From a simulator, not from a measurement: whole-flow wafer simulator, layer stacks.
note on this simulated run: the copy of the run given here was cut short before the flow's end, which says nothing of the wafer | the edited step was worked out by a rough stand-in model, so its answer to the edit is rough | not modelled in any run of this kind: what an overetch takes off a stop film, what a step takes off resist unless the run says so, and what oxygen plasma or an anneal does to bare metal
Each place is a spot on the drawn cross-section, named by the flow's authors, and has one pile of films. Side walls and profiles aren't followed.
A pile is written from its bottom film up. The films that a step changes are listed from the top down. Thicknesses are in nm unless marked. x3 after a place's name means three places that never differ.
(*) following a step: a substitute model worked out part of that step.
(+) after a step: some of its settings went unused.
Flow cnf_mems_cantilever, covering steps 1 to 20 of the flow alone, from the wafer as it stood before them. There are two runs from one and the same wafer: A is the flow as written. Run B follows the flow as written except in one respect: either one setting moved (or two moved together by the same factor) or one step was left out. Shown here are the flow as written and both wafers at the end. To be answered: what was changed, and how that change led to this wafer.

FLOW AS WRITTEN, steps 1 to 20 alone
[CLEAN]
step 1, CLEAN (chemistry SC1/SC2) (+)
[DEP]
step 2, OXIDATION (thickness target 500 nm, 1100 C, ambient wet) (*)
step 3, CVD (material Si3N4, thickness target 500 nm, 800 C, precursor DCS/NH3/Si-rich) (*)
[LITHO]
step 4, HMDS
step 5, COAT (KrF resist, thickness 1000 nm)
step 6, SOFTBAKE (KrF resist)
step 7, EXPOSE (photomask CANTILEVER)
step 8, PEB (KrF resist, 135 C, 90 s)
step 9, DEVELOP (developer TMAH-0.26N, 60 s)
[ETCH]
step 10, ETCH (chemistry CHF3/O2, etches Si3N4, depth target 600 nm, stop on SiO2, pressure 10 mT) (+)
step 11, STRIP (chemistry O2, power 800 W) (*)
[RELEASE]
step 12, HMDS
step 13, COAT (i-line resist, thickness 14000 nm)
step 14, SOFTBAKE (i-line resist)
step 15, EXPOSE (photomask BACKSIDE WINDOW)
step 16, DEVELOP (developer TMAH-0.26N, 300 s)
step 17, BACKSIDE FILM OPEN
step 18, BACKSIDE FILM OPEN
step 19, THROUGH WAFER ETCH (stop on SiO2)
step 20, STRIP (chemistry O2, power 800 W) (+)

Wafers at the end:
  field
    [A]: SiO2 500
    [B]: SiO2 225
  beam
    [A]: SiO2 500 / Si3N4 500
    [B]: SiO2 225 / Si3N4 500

Cause: step 2, OXIDATION: thickness target 225 nm was run, though the flow has thickness target 500 nm.
One can read it off the wafer: field has SiO2 225, and step 2 as written asks for 500 nm.

How this came from the change, step by step:
  step 2, OXIDATION (thickness target 500 nm, 1100 C, ambient wet) (*)
      field, beam: A SiO2 gains 500 (new film), chemical SiO2 loses 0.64 (all of it), Si loses 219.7 | B SiO2 gains 225 (new film), chemical SiO2 loses 0.64 (all of it), Si loses 98.7
  step 19, THROUGH WAFER ETCH (stop on SiO2)
      field: A under 1 film: Si loses 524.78 um (all of it) | B under 1 film: Si loses 524.9 um (all of it)
      beam: A under 2 films: Si loses 524.78 um (all of it) | B under 2 films: Si loses 524.9 um (all of it)
